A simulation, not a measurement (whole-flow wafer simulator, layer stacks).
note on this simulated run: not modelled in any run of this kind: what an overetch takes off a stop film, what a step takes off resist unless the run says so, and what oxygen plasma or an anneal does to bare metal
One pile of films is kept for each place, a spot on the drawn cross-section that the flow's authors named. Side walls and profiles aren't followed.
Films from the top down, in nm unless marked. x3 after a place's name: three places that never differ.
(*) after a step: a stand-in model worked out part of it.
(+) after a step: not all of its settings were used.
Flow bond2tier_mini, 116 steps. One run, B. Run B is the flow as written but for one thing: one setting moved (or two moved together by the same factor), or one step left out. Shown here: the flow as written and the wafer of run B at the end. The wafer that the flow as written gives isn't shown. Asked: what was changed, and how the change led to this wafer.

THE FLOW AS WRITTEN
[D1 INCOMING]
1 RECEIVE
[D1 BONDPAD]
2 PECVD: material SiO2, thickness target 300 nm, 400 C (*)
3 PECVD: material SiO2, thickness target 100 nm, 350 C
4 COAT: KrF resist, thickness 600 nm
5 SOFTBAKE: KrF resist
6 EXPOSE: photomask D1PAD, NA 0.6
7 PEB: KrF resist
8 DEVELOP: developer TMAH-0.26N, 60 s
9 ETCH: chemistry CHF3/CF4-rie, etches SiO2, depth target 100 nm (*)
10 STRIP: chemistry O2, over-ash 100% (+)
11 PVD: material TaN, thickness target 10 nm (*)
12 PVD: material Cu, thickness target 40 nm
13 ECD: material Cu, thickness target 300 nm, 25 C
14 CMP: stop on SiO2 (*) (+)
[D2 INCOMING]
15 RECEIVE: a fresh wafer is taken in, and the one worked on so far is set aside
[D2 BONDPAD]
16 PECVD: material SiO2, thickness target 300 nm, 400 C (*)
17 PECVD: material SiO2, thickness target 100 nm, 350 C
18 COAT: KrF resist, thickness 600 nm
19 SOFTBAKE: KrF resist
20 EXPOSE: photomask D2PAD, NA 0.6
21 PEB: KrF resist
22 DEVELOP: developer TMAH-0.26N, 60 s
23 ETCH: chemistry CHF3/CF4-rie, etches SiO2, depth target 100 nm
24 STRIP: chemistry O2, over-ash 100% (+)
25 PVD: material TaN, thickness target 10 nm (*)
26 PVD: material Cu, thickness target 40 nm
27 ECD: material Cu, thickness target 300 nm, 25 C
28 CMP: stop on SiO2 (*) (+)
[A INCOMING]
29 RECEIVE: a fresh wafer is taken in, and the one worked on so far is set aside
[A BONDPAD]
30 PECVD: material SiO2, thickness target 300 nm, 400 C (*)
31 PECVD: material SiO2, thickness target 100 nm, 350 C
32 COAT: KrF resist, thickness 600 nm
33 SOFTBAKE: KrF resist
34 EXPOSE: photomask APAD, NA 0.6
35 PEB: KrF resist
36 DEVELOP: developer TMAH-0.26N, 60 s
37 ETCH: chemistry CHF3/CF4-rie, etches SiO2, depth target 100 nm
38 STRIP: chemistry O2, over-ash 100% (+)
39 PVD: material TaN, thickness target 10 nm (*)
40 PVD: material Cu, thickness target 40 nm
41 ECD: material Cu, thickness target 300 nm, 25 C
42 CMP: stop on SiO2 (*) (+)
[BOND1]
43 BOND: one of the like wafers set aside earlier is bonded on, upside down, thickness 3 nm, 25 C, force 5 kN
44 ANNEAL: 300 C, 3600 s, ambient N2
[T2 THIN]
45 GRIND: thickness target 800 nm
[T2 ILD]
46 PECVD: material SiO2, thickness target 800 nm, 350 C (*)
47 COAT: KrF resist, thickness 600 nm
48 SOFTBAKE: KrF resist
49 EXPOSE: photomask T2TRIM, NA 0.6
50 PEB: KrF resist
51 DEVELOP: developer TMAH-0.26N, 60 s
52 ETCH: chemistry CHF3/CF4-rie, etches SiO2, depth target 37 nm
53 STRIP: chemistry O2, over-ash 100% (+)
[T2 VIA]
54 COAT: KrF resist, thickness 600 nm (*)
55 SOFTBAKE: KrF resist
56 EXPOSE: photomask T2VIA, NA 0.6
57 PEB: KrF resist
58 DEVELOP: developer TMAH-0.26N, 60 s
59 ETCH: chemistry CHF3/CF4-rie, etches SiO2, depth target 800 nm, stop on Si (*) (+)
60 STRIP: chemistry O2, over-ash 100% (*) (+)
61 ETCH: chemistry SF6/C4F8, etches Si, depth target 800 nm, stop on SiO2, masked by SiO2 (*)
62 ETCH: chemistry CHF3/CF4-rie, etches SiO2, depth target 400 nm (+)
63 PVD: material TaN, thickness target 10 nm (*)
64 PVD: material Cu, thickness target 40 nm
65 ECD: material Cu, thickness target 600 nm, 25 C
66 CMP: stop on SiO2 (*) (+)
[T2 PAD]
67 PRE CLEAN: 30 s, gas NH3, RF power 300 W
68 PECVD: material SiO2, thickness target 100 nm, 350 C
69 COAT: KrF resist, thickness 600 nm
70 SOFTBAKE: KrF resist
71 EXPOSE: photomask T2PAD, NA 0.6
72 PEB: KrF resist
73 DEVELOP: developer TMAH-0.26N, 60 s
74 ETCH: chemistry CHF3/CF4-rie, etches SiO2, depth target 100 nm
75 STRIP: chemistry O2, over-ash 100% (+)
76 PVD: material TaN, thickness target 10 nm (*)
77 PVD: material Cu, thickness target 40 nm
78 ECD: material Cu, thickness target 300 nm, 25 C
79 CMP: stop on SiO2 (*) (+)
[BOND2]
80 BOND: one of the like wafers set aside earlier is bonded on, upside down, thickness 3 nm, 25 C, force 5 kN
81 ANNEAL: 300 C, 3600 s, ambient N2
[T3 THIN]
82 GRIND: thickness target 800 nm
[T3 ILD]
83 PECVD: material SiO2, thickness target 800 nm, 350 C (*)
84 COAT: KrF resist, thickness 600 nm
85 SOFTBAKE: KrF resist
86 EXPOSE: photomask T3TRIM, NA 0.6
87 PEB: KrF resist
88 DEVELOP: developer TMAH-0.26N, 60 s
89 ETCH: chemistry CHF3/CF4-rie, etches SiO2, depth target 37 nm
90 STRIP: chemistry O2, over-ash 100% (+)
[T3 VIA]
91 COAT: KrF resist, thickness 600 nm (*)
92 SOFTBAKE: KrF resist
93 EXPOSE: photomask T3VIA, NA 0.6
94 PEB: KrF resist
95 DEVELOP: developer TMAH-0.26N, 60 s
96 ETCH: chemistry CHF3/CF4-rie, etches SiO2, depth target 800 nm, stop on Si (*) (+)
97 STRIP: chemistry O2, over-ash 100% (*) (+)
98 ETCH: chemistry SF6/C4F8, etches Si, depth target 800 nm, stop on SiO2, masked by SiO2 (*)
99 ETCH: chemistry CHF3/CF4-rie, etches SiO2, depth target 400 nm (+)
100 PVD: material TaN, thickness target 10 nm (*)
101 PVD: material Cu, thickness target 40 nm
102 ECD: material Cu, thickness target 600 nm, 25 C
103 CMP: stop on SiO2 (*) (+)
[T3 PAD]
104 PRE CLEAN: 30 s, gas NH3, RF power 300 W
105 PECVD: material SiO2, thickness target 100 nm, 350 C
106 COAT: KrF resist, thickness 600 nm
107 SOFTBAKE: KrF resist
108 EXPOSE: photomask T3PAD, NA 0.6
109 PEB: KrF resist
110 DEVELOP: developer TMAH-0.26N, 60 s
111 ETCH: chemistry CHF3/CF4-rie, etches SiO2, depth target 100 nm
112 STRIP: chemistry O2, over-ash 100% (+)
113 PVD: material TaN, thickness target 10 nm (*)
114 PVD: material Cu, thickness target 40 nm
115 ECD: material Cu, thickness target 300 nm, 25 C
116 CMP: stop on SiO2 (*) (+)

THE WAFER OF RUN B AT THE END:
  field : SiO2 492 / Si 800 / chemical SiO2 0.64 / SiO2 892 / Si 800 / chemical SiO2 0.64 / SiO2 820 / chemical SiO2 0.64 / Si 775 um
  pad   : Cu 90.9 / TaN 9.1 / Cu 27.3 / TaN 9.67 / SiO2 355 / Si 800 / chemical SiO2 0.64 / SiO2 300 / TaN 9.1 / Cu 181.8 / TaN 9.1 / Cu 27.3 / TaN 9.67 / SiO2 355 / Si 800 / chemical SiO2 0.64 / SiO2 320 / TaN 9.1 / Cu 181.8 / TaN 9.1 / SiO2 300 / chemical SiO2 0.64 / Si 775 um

The cause: step 3, PECVD: thickness target 120 nm was run, where the flow has thickness target 100 nm.

How the change led to this, step by step:
  3 PECVD: material SiO2, thickness target 100 nm, 350 C
      field, pad, via: SiO2 +120 (as written it would be: SiO2 +100)
  43 BOND: one of the like wafers set aside earlier is bonded on, upside down, thickness 3 nm, 25 C, force 5 kN
      field: Si +775 um (new film), chemical SiO2 +0.64 (new film), SiO2 +420 (as written it would be: Si +775 um (new film), chemical SiO2 +0.64 (new film), SiO2 +400)
      pad: Si +775 um (new film), chemical SiO2 +0.64 (new film), SiO2 +320 (new film), TaN +9.1 (new film), Cu +90.9 (as written it would be: Si +775 um (new film), chemical SiO2 +0.64 (new film), SiO2 +300 (new film), TaN +9.1 (new film), Cu +90.9)
      (and at 1 more place)
